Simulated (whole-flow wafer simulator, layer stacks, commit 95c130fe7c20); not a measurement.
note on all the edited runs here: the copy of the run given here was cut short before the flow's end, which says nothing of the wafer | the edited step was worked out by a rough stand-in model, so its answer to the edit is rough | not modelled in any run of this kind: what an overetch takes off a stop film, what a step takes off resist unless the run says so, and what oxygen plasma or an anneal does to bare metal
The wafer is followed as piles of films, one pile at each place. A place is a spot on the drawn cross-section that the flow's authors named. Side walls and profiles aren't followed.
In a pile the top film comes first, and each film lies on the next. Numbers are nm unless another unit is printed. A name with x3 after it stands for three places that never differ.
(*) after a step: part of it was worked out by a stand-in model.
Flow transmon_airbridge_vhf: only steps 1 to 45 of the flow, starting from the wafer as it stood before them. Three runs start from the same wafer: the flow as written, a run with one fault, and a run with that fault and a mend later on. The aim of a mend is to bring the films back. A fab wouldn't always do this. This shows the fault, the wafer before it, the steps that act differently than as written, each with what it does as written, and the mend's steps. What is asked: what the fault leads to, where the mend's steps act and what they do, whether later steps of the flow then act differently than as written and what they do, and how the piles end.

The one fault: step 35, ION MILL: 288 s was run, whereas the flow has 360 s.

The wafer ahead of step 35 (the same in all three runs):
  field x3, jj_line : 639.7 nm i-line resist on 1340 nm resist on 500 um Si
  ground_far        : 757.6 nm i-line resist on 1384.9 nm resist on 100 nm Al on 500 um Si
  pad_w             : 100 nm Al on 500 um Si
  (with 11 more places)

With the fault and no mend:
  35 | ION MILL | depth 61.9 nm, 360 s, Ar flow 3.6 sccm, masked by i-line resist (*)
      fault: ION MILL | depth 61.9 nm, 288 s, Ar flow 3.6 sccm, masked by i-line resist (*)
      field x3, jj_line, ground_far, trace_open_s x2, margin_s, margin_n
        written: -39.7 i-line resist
        fault: -31.8 i-line resist
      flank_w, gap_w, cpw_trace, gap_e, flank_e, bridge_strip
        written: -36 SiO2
        fault: -28.8 SiO2
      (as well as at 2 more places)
  Later steps of the flow acting differently than as written (3 other steps are not shown; they differ only slightly, by no more than 2% or 0.5 nm, whichever is larger):
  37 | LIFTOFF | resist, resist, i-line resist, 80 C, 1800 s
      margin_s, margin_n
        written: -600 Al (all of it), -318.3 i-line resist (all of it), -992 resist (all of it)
        fault: -600 Al (all of it), -326.2 i-line resist (all of it), -992 resist (all of it)
  The piles end only slightly different from the flow's at the places that both follow, by no more than 2% or 0.5 nm, whichever is larger.

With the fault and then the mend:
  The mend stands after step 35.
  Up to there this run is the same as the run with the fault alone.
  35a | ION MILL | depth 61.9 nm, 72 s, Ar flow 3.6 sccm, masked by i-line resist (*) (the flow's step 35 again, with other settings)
      field x3, jj_line, ground_far, trace_open_s x2, margin_s, margin_n
        -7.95 i-line resist
      flank_w, gap_w, cpw_trace, gap_e, flank_e, bridge_strip
        -7.19 SiO2
      pad_w, pad_e
        -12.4 Al
  None of the later steps of the flow acts differently than as written at any place that is followed.
  By the end, the piles equal the flow's at every place that both follow.
